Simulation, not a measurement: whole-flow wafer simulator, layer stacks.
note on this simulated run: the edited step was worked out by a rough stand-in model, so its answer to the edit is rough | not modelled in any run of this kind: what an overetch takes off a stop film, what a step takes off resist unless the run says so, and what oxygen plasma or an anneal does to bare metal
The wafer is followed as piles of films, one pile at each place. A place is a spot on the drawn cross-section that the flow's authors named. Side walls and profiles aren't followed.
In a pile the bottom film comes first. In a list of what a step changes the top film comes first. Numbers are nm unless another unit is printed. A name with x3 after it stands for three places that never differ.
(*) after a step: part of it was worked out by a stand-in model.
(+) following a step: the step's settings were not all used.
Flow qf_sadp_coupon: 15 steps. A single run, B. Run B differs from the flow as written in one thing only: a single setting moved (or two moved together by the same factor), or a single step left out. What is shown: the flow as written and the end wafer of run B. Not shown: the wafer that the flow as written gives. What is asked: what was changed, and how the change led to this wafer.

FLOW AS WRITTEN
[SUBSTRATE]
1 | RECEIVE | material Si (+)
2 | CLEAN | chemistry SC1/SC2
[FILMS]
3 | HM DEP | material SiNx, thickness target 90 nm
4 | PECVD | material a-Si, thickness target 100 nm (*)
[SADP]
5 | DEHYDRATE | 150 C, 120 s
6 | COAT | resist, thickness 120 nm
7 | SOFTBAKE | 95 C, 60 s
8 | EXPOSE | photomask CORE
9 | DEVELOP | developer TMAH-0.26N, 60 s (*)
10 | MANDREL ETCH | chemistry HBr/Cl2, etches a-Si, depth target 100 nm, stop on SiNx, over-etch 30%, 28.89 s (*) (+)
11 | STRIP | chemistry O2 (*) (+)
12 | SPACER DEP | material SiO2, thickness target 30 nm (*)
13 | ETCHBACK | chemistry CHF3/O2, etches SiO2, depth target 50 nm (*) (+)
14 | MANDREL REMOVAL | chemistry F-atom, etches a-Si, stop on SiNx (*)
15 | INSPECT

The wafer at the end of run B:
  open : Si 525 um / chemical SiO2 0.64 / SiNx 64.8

The reason: step 4, PECVD: thickness target 86.7 nm was run, though the flow has thickness target 100 nm.

Step by step, how the change led to this:
  4 | PECVD | material a-Si, thickness target 100 nm (*)
      m, open: +86.7 a-Si (new film) (in the flow as written it would be: +100 a-Si (new film))
  10 | MANDREL ETCH | chemistry HBr/Cl2, etches a-Si, depth target 100 nm, stop on SiNx, over-etch 30%, 28.89 s (*) (+)
      open: -86.7 a-Si (all of it), -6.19 SiNx (in the flow as written it would be: -100 a-Si (all of it), -4.29 SiNx)
  14 | MANDREL REMOVAL | chemistry F-atom, etches a-Si, stop on SiNx (*)
      m: -82.5 a-Si (all of it) (in the flow as written it would be: -95.8 a-Si (all of it))
